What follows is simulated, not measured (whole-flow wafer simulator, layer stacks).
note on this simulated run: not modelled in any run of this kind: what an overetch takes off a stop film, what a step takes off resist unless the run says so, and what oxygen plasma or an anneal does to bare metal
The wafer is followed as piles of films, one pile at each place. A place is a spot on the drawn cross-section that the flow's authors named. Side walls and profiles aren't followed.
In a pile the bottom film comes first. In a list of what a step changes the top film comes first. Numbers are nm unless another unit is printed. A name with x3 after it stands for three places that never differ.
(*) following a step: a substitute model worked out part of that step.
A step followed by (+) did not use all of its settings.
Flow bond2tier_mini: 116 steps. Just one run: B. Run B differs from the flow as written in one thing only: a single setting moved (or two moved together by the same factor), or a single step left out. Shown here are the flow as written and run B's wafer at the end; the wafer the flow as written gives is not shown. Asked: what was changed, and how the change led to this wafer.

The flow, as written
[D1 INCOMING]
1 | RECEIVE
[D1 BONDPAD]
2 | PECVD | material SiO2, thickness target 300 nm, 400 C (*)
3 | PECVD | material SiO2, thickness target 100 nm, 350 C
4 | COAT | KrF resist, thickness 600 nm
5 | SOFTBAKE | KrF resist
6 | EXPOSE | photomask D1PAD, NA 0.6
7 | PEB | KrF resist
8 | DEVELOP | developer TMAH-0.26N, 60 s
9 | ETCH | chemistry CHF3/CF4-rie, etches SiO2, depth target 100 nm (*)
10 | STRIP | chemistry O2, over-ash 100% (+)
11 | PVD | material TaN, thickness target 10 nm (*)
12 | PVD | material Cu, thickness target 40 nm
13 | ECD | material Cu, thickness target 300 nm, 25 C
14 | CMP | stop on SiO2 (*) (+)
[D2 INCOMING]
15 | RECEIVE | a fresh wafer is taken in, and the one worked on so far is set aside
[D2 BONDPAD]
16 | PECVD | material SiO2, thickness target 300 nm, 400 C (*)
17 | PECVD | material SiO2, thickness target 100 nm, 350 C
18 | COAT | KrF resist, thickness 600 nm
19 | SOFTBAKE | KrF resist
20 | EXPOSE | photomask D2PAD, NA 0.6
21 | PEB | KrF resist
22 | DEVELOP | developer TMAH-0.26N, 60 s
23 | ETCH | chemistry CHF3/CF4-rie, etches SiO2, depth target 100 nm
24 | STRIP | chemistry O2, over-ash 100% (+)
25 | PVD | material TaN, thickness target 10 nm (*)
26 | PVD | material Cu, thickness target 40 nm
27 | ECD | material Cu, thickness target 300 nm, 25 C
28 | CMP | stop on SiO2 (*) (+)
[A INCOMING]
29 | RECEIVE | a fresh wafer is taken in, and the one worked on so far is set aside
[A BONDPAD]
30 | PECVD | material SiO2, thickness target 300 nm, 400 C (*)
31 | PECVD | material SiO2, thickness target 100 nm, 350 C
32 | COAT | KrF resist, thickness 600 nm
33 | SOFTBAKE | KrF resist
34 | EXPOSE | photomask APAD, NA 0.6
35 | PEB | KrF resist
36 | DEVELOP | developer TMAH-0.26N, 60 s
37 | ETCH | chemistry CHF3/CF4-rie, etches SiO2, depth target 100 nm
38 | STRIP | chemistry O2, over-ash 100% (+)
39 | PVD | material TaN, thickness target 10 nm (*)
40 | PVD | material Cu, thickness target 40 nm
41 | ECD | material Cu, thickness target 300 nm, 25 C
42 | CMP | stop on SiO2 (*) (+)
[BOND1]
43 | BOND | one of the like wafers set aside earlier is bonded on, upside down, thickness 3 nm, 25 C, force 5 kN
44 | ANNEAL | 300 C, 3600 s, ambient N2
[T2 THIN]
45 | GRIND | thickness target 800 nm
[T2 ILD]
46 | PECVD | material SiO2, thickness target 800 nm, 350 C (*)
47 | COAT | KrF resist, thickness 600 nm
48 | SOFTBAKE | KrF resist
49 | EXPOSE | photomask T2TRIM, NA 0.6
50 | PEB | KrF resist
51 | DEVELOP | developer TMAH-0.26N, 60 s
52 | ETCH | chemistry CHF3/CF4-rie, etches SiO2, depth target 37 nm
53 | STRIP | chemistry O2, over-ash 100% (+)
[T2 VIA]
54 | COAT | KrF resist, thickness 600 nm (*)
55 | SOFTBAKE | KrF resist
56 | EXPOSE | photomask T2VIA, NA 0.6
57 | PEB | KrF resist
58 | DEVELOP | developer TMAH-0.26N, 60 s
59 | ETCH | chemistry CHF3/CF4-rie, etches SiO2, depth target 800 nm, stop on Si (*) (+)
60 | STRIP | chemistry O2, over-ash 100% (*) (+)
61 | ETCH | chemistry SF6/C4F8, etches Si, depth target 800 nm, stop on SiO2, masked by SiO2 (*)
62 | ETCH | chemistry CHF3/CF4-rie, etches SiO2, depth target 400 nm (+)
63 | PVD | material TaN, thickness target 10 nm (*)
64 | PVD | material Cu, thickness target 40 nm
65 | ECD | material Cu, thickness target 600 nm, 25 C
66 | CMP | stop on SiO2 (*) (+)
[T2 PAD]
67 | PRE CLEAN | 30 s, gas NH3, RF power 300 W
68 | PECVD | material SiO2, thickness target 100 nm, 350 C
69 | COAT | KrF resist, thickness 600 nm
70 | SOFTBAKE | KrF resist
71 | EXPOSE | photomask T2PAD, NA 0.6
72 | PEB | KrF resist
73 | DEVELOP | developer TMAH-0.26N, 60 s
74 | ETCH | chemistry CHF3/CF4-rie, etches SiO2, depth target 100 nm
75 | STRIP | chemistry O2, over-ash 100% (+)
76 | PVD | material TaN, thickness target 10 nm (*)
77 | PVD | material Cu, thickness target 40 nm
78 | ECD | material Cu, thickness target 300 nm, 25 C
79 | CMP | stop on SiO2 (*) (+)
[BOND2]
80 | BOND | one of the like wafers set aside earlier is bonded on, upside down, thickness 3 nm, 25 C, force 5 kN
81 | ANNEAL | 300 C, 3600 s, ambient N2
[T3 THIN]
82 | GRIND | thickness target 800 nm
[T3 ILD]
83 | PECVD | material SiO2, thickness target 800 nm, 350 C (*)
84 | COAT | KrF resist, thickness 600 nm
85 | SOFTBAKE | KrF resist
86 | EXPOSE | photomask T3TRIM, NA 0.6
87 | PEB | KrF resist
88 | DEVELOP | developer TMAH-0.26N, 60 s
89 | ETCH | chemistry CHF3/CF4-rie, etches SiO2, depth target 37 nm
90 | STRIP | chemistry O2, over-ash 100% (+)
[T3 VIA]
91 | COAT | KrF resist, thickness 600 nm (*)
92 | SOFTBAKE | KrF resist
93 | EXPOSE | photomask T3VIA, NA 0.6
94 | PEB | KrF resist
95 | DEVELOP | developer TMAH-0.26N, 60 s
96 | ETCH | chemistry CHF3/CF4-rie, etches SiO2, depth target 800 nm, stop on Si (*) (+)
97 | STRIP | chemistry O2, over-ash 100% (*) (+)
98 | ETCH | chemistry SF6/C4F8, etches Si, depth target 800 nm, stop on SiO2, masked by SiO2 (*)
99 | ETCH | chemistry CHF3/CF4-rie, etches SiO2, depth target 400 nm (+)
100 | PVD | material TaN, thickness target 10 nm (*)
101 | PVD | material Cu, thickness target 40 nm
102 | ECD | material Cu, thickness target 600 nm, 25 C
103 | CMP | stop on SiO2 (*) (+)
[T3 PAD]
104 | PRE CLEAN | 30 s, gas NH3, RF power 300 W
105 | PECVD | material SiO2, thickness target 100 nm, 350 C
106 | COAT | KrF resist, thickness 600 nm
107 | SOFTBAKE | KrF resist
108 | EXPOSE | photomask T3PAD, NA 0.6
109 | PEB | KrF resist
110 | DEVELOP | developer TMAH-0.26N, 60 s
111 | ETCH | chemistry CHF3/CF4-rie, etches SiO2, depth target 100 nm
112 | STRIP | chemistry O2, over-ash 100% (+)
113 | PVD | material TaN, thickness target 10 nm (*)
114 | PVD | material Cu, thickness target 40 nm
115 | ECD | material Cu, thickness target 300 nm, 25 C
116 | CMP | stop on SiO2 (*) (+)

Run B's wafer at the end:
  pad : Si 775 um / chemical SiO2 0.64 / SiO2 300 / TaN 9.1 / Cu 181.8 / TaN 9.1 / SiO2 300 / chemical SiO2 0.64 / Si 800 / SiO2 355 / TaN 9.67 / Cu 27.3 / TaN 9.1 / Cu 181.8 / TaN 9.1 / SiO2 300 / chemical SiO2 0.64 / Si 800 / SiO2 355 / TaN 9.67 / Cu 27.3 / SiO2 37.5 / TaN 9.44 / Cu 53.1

The reason: step 111, ETCH: depth target 62.5 nm was run, while the flow as written has depth target 100 nm.

The path from the change to this, step by step:
  111 | ETCH | chemistry CHF3/CF4-rie, etches SiO2, depth target 100 nm
      pad: SiO2 loses 62.5 (it would be, as written: SiO2 loses 100 (all of it))
      field: KrF resist loses 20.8 (it would be, as written: KrF resist loses 33.3)
  112 | STRIP | chemistry O2, over-ash 100% (+)
      field: KrF resist loses 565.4 (all of it) (it would be, as written: KrF resist loses 552.9 (all of it))
  114 | PVD | material Cu, thickness target 40 nm
      pad: Cu gains 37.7 (new film) (it would be, as written: Cu gains 36.4 (new film))
  115 | ECD | material Cu, thickness target 300 nm, 25 C
      pad: Cu gains 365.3 (it would be, as written: Cu gains 404.5)
If metal films that touch count as one body, pad has 4 bodies (between them, from the top down: SiO2 37.5; SiO2 355 / Si 800 / chemical SiO2 0.64 / SiO2 300; SiO2 355 / Si 800 / chemical SiO2 0.64 / SiO2 300); the flow as written gives 3 bodies (between them, from the top down: SiO2 355 / Si 800 / chemical SiO2 0.64 / SiO2 300; SiO2 355 / Si 800 / chemical SiO2 0.64 / SiO2 300).
